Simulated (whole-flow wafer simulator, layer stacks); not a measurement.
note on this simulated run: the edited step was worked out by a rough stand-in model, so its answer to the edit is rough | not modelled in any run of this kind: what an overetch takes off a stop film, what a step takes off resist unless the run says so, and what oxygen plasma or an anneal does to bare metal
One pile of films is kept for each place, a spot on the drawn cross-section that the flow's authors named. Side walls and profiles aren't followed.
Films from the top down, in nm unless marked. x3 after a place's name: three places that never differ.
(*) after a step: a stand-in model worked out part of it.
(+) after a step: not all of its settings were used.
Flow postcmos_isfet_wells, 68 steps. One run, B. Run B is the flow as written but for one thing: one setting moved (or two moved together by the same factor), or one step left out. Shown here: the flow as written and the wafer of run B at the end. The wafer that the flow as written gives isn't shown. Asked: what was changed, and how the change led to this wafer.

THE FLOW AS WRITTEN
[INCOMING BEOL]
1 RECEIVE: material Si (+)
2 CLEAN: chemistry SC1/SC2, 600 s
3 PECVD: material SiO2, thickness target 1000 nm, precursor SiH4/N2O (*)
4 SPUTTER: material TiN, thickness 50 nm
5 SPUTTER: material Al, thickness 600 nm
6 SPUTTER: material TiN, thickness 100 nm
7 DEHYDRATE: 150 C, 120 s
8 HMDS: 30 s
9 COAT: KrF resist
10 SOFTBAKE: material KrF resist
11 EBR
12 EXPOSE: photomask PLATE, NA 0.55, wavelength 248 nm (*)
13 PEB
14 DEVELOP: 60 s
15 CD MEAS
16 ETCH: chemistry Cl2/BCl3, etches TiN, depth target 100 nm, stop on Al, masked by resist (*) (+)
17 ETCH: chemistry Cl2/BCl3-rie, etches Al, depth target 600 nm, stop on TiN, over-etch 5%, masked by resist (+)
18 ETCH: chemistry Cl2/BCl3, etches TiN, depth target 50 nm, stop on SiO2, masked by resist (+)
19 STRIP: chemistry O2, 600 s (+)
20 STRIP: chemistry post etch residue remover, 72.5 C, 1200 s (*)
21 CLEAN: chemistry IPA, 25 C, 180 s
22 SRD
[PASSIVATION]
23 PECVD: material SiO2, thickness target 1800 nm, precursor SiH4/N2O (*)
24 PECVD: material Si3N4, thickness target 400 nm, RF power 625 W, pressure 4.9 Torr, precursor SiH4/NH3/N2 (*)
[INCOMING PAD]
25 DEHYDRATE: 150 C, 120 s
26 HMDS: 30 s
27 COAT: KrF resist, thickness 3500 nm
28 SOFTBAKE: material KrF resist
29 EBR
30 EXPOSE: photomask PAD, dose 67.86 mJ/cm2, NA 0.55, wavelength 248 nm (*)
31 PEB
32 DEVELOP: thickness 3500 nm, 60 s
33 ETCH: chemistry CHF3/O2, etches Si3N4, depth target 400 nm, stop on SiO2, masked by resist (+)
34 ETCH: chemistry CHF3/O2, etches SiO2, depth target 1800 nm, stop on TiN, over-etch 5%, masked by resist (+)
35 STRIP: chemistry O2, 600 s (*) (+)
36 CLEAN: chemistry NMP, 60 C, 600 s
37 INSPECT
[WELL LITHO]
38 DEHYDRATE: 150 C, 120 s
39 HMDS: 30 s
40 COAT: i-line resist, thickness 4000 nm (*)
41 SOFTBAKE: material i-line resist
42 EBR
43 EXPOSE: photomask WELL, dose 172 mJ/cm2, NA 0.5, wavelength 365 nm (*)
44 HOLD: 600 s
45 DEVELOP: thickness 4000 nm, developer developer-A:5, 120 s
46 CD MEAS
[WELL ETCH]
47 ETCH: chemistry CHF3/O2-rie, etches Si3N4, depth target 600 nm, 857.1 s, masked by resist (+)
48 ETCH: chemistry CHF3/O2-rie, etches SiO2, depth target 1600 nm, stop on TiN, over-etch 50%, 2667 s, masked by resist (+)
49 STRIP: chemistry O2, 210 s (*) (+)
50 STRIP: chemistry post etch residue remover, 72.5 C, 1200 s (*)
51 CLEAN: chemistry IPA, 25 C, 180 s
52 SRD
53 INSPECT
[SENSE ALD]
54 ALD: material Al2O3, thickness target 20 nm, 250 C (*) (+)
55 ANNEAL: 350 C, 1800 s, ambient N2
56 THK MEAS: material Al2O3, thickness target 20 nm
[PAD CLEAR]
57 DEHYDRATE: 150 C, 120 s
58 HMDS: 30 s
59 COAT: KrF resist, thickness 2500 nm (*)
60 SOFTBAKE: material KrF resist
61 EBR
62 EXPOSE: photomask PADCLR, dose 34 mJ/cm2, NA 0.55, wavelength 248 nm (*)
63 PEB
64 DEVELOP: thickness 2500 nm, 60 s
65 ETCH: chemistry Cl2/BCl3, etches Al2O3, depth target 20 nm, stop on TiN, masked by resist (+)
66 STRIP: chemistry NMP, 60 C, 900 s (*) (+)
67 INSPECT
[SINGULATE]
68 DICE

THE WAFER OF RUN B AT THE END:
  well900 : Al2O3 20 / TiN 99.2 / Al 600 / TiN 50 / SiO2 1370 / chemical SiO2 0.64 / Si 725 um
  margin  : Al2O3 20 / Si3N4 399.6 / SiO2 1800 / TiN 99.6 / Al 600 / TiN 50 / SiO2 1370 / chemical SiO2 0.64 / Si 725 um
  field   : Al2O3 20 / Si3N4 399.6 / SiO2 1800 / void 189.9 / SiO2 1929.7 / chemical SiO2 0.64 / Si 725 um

The cause: step 3, PECVD: thickness target 1370 nm was run, where the flow has thickness target 1000 nm.
It can be read off the wafer: well900 has SiO2 1370, and step 3 as written asks for 1000 nm.

How the change led to this, step by step:
  3 PECVD: material SiO2, thickness target 1000 nm, precursor SiH4/N2O (*)
      field, margin, well900, well1300 x3, pad_rim, pad_clr, pad_open: SiO2 +1370 (new film) (as written it would be: SiO2 +1000 (new film))
